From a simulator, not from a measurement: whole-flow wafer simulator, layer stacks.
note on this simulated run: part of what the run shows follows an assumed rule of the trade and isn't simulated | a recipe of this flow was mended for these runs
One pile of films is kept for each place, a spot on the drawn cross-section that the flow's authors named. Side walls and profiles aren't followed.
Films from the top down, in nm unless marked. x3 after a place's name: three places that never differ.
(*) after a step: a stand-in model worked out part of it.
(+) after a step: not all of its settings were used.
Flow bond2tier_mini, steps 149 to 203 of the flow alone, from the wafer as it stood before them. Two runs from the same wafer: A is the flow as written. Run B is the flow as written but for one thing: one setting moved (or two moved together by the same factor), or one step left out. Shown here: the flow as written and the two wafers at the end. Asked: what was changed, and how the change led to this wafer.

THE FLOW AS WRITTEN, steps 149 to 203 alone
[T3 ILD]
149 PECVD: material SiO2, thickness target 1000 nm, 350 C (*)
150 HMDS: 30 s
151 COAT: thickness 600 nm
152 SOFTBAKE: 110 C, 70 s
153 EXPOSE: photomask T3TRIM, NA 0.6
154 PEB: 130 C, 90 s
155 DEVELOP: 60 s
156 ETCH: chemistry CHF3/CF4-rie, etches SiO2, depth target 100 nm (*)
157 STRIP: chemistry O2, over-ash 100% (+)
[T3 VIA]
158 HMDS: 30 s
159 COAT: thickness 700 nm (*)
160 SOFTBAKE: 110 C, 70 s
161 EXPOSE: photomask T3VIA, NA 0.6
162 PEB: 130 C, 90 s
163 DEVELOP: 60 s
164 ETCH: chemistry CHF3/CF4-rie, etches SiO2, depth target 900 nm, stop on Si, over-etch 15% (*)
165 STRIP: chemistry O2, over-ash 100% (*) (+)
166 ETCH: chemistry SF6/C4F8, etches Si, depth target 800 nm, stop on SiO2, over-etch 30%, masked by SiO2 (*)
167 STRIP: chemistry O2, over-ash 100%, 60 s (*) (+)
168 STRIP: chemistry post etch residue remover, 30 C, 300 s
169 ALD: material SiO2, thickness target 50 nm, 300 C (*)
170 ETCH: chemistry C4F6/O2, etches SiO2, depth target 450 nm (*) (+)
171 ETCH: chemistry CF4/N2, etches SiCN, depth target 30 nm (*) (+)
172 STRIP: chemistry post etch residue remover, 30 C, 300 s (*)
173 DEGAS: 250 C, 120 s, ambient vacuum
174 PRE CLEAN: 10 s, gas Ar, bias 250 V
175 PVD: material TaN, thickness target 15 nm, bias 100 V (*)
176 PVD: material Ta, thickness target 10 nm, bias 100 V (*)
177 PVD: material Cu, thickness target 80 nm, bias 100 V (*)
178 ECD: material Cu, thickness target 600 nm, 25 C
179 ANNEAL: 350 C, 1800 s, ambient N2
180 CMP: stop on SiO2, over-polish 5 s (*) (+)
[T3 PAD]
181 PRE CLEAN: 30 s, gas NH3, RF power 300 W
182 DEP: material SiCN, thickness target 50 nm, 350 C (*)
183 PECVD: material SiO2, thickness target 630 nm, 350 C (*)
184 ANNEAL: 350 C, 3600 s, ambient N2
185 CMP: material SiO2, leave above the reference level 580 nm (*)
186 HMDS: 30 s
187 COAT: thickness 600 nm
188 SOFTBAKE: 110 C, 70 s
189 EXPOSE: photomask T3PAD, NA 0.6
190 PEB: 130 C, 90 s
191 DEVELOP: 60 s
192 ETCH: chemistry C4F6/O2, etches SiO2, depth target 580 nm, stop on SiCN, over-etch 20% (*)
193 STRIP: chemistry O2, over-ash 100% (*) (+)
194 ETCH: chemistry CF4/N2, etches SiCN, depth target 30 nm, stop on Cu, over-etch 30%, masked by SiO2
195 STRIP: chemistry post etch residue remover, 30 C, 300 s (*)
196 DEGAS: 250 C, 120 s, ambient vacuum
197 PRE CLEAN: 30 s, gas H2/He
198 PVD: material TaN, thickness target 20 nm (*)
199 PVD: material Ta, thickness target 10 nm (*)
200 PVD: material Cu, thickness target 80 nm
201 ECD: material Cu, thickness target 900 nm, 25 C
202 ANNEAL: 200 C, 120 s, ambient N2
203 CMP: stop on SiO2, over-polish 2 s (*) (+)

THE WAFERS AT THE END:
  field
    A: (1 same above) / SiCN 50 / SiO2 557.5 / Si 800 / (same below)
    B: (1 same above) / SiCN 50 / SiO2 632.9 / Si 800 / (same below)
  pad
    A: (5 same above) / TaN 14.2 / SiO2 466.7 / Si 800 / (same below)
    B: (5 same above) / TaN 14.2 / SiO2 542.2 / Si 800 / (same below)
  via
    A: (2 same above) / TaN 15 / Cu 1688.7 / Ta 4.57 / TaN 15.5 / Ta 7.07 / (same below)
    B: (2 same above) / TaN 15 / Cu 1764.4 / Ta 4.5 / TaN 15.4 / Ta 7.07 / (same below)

The cause: step 149, PECVD: thickness target 1076 nm was run, where the flow has thickness target 1000 nm.

How the change led to this, step by step:
  149 PECVD: material SiO2, thickness target 1000 nm, 350 C (*)
      field, pad, via: A SiO2 +1000 (new film) | B SiO2 +1075.5 (new film)
  164 ETCH: chemistry CHF3/CF4-rie, etches SiO2, depth target 900 nm, stop on Si, over-etch 15% (*)
      via: A SiO2 -900 (all of it), Si -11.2 | B SiO2 -975.5 (all of it), Si -4.96
  177 PVD: material Cu, thickness target 80 nm, bias 100 V (*)
      via: A Cu +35 (new film) | B Cu +34.3 (new film)
  178 ECD: material Cu, thickness target 600 nm, 25 C
      via: A Cu +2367 | B Cu +2443.3
